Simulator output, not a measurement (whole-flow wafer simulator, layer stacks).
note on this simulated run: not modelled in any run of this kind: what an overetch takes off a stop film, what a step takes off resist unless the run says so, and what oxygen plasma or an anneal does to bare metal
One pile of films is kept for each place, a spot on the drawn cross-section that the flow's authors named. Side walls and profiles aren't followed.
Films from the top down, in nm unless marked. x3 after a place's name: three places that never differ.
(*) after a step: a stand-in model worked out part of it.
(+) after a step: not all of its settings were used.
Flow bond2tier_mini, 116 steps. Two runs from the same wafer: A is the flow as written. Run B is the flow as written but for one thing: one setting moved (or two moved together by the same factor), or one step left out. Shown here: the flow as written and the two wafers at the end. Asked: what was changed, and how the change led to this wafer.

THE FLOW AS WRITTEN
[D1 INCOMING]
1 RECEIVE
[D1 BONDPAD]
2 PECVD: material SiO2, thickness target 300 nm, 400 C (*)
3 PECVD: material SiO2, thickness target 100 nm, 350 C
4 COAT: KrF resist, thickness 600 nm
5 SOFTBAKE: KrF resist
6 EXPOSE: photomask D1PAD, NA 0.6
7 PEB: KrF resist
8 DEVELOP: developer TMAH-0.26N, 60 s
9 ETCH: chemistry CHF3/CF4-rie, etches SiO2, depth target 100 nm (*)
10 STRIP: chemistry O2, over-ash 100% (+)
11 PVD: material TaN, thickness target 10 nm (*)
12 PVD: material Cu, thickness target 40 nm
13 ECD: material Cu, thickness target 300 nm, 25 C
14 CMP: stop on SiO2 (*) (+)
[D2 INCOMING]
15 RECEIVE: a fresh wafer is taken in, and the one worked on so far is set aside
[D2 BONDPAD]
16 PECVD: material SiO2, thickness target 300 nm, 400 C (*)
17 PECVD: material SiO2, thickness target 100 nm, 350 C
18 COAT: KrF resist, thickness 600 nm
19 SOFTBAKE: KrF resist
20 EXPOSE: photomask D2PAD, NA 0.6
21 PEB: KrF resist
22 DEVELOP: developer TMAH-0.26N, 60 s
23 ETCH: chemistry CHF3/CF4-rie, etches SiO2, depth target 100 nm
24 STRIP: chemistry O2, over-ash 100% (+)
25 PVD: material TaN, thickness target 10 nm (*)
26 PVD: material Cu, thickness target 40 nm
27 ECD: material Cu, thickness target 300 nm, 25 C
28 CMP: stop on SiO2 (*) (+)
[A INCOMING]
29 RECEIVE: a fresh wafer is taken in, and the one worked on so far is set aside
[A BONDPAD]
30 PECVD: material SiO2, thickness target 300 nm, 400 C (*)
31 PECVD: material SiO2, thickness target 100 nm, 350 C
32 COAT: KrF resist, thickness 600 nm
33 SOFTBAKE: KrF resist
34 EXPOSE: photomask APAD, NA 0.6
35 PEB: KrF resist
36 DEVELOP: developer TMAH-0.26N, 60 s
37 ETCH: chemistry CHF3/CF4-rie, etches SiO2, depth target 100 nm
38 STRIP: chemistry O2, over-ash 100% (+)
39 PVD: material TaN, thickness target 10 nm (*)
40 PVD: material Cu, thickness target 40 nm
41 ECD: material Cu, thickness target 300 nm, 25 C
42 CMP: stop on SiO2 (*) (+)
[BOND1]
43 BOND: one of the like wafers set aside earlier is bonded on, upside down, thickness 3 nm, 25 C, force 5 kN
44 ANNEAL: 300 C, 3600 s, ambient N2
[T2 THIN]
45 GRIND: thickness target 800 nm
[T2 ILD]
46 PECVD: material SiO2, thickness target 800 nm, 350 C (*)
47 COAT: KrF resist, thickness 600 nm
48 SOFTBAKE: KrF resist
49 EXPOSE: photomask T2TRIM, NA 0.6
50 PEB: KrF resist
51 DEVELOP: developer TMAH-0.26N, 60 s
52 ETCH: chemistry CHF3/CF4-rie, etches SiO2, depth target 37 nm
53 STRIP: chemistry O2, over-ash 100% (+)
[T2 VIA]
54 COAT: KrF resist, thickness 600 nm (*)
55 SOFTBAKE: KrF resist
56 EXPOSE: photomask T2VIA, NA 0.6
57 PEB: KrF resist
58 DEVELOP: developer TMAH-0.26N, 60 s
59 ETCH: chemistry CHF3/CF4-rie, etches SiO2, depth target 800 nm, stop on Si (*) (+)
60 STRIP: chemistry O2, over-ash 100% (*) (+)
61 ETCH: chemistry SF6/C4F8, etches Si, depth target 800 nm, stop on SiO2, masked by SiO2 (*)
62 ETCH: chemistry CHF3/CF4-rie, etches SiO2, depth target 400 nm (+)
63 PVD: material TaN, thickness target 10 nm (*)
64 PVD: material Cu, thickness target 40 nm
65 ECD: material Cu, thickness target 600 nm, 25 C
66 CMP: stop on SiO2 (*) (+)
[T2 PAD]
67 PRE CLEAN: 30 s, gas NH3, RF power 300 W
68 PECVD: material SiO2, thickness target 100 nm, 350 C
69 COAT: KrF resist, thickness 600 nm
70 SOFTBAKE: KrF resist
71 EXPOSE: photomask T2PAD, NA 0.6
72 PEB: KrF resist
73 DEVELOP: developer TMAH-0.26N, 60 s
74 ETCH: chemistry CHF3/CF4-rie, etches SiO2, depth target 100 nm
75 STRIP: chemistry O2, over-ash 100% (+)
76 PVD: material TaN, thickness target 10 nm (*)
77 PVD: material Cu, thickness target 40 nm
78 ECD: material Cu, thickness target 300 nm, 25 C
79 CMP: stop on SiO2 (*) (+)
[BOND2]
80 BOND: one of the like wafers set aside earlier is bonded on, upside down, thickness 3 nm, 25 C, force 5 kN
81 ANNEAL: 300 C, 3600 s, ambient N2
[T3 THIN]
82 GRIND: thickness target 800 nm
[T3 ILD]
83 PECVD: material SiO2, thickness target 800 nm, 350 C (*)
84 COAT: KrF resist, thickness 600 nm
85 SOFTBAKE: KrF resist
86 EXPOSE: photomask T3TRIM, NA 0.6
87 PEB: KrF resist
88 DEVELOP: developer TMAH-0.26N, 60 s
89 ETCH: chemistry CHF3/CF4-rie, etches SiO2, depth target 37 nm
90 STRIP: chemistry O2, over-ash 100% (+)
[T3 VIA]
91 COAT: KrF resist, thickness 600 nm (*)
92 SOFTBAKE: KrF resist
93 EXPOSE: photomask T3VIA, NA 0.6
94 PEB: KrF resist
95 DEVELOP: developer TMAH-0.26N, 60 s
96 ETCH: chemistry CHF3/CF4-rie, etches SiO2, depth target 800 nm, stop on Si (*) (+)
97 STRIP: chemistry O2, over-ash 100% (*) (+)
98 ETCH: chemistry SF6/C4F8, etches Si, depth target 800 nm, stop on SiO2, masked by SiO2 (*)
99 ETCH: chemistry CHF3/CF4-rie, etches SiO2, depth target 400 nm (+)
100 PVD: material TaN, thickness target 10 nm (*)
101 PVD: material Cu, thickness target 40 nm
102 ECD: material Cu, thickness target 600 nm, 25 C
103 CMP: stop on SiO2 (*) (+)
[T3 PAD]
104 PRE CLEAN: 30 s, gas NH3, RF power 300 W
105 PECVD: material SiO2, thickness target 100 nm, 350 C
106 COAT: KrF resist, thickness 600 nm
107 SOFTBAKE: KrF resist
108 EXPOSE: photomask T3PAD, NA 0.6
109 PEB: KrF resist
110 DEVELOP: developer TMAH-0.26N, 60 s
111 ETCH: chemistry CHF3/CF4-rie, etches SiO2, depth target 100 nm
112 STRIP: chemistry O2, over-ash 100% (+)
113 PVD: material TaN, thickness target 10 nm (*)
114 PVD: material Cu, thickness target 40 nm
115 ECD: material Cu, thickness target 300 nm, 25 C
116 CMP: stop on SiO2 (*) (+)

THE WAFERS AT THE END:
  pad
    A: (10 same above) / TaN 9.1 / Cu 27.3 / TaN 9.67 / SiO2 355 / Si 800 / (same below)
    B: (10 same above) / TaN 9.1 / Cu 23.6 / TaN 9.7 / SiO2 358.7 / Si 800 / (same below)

The cause: step 52, ETCH: depth target 33.3 nm was run, where the flow has depth target 37 nm.

How the change led to this, step by step:
  52 ETCH: chemistry CHF3/CF4-rie, etches SiO2, depth target 37 nm
      pad, via: A SiO2 -37 | B SiO2 -33.3
      field: A KrF resist -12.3 | B KrF resist -11.1
